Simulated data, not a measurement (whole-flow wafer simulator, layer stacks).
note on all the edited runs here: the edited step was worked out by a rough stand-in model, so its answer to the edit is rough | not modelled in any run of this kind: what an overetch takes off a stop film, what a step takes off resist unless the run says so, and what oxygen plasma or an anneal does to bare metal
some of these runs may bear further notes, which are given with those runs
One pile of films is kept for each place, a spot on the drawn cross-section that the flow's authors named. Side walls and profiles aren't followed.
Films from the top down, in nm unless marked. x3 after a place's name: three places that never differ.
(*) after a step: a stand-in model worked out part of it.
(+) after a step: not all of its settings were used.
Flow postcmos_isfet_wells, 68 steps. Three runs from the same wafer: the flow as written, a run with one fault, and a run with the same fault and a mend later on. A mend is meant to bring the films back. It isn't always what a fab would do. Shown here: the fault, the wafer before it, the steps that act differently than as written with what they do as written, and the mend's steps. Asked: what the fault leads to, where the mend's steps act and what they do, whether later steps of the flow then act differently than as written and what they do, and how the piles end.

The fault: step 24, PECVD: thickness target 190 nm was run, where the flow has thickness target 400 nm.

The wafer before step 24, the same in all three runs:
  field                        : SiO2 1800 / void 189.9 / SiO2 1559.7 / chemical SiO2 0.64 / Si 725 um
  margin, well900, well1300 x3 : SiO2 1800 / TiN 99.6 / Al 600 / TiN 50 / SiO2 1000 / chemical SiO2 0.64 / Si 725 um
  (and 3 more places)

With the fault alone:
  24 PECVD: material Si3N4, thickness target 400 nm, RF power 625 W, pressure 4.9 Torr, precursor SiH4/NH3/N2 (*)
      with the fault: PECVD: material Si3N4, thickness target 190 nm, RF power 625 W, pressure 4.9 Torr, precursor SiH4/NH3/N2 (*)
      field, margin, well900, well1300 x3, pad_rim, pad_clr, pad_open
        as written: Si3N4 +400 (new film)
        with the fault: Si3N4 +190 (new film)
  Later steps of the flow that act differently than as written (2 more steps differ only slightly, by at most 2% or 0.5 nm, whichever is larger, and aren't shown):
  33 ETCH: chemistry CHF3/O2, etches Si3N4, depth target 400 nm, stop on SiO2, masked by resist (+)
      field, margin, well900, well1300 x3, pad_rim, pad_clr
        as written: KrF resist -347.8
        with the fault: KrF resist -247.8
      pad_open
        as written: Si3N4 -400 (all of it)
        with the fault: Si3N4 -190 (all of it)
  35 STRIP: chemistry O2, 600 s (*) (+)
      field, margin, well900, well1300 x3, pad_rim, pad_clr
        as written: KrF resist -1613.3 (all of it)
        with the fault: KrF resist -1713.3 (all of it)
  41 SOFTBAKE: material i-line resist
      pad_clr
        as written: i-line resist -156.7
        with the fault: i-line resist -135.9
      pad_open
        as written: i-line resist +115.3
        with the fault: i-line resist +105.9
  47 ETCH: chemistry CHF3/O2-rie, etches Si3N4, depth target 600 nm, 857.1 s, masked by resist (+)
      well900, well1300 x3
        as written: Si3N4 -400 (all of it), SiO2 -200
        with the fault: Si3N4 -190 (all of it), SiO2 -410
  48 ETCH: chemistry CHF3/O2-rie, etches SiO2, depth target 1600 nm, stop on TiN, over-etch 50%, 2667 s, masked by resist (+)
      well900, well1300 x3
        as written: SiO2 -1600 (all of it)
        with the fault: SiO2 -1390 (all of it)
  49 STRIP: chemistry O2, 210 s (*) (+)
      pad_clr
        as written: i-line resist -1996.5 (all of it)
        with the fault: i-line resist -2083 (all of it)
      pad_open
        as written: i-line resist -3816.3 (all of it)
        with the fault: i-line resist -3731.6 (all of it)
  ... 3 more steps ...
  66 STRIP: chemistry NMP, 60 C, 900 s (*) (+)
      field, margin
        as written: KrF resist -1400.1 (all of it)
        with the fault: KrF resist -1499.7 (all of it)
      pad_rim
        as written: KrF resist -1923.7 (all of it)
        with the fault: KrF resist -1970.4 (all of it)
  At the end the piles differ from the flow's by more than 2% or 0.5 nm, whichever is larger, at field, margin, pad_rim, pad_clr.
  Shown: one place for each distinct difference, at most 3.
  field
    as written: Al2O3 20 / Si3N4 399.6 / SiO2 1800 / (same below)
    with the fault: Al2O3 20 / Si3N4 189.6 / SiO2 1800 / (same below)
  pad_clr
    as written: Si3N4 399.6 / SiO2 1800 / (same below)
    with the fault: Si3N4 189.6 / SiO2 1800 / (same below)

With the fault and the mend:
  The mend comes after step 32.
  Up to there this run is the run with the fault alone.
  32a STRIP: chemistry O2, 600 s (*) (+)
      field, margin, well900, well1300 x3, pad_rim, pad_clr
        KrF resist -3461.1 (all of it)
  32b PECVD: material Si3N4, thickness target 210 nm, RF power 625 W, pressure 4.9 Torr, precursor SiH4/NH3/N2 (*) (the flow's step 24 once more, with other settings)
      field, margin, well900, well1300 x3, pad_rim, pad_clr, pad_open
        Si3N4 +210
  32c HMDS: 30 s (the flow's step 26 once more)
      changes no film at any place that is followed
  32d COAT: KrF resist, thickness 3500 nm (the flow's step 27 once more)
      field, margin, well900, well1300 x3, pad_rim, pad_clr, pad_open
        KrF resist +3500 (new film)
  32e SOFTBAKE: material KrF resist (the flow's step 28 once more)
      changes no film at any place that is followed
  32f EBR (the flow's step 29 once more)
      changes no film at any place that is followed
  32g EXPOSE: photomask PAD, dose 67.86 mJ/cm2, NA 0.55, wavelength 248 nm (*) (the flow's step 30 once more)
      changes no film at any place that is followed
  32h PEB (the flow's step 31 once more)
      field, margin, well900, well1300 x3, pad_rim, pad_clr, pad_open
        KrF resist -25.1
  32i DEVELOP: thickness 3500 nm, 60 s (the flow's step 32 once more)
      field, margin, well900, well1300 x3, pad_rim, pad_clr
        KrF resist -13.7
      pad_open
        KrF resist -3474.9 (all of it)
  No later step of the flow acts differently than as written at any place that is followed.
  At the end the piles are the same as the flow's at every place that both follow.
